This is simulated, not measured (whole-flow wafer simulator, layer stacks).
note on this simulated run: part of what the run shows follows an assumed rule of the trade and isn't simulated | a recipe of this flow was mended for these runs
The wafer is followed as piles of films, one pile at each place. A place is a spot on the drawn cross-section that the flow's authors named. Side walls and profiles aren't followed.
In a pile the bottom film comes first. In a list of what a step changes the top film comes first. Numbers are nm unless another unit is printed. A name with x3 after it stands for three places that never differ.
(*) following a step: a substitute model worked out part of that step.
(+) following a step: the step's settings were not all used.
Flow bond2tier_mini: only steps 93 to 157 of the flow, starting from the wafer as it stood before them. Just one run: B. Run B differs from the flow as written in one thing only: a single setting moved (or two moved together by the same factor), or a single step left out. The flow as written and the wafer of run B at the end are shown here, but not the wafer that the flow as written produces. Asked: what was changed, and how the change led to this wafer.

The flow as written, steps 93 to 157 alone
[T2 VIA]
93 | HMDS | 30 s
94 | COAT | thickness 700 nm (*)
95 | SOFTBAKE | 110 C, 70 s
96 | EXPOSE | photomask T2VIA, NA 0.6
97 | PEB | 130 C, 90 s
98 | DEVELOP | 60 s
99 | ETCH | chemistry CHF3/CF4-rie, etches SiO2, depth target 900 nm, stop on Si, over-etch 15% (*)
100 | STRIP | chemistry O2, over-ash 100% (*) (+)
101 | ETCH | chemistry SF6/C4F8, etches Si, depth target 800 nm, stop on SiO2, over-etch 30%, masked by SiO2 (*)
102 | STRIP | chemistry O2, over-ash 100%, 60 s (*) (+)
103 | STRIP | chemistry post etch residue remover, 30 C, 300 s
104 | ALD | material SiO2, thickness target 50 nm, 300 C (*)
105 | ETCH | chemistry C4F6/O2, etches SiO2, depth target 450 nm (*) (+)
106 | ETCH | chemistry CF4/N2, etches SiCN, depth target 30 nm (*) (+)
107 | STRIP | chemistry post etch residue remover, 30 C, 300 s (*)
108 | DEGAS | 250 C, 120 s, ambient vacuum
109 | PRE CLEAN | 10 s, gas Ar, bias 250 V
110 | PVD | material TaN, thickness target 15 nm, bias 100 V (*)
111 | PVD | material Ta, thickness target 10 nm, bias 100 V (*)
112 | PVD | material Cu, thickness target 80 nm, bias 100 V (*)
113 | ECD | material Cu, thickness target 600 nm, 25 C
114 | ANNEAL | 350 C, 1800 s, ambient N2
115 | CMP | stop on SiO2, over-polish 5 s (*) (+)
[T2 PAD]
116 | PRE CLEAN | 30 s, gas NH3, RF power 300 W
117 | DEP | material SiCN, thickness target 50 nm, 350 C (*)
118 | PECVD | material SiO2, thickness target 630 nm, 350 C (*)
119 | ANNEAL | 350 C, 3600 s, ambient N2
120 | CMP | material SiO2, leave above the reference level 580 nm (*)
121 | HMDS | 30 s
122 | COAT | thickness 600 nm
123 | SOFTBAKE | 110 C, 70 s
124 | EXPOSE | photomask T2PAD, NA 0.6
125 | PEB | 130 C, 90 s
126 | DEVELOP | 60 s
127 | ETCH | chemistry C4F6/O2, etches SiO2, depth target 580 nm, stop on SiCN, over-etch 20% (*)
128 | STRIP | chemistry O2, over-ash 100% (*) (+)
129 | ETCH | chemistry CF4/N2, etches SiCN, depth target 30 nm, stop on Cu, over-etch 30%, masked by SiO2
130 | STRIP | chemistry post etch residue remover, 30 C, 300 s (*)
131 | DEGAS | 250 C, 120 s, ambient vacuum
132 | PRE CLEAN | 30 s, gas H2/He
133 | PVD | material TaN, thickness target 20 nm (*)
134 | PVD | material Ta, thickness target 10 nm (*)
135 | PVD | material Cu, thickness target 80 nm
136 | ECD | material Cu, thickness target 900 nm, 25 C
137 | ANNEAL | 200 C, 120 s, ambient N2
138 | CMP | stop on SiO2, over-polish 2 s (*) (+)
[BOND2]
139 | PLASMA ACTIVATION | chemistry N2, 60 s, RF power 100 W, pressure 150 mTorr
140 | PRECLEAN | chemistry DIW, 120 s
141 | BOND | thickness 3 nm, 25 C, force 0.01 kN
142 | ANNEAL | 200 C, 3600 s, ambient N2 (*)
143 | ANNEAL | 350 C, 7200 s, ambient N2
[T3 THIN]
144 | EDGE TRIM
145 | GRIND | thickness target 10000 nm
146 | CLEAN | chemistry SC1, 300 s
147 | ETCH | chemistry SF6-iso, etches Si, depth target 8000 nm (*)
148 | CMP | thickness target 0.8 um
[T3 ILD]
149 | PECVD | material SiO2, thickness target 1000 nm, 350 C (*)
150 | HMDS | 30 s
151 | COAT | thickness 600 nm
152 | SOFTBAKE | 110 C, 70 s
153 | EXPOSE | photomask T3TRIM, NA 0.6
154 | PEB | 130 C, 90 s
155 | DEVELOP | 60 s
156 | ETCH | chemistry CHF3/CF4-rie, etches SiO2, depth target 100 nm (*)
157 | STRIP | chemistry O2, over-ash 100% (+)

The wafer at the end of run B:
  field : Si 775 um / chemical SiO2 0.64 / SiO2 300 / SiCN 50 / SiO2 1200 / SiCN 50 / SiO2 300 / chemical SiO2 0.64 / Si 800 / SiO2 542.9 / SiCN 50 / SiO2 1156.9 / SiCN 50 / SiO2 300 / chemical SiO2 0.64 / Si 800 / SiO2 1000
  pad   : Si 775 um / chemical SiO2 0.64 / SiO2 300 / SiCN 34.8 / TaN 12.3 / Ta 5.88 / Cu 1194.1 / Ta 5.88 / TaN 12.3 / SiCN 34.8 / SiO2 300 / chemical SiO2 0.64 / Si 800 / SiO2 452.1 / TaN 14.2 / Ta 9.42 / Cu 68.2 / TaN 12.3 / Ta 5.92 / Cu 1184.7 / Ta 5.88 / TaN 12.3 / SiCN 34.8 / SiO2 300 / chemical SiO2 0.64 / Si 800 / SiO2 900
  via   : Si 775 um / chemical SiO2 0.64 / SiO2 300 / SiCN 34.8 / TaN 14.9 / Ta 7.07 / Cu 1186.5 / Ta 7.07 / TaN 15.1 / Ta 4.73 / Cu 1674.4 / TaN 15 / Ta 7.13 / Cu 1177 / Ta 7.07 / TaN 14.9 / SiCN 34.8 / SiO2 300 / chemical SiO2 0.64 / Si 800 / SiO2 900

Cause: step 104, ALD: thickness target 35.4 nm was run, while the flow as written has thickness target 50 nm.

How this came from the change, step by step:
  104 | ALD | material SiO2, thickness target 50 nm, 300 C (*)
      field, pad, via: +35.4 SiO2 (as written it would have been: +50 SiO2)
  105 | ETCH | chemistry C4F6/O2, etches SiO2, depth target 450 nm (*) (+)
      via: -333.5 SiO2 (all of it), -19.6 SiCN (as written it would have been: -348.1 SiO2 (all of it), -17.2 SiCN)
  106 | ETCH | chemistry CF4/N2, etches SiCN, depth target 30 nm (*) (+)
      via: -15.2 SiCN (all of it), -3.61 TaN (as written it would have been: -17.6 SiCN (all of it), -3.01 TaN)
  112 | PVD | material Cu, thickness target 80 nm, bias 100 V (*)
      via: +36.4 Cu (new film) (as written it would have been: +35 Cu (new film))
